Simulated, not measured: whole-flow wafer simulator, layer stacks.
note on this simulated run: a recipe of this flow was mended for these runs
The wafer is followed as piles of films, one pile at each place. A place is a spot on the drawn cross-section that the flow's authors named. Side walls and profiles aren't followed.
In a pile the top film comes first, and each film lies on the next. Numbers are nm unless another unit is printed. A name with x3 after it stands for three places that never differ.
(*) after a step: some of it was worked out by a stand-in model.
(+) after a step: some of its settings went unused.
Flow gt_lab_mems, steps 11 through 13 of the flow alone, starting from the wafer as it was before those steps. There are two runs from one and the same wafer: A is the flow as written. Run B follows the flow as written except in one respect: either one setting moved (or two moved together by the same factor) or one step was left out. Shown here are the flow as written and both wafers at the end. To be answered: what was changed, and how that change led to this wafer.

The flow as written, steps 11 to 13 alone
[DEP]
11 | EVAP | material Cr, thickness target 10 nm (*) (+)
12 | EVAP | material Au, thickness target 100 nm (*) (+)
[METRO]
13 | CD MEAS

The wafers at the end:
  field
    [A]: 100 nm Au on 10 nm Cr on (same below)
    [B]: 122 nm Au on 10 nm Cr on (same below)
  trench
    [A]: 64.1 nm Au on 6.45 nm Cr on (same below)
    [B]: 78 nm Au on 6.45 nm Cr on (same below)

Cause: step 12, EVAP: thickness target 122 nm was run, whereas the flow has thickness target 100 nm.
The wafer itself shows it: field has Au 122, and step 12 as written asks for 100 nm.

The path from the change to this, step by step:
  12 | EVAP | material Au, thickness target 100 nm (*) (+)
      field: A Au gains 100 (new film) | B Au gains 122 (new film)
      trench: A Au gains 64.1 (new film) | B Au gains 78 (new film)
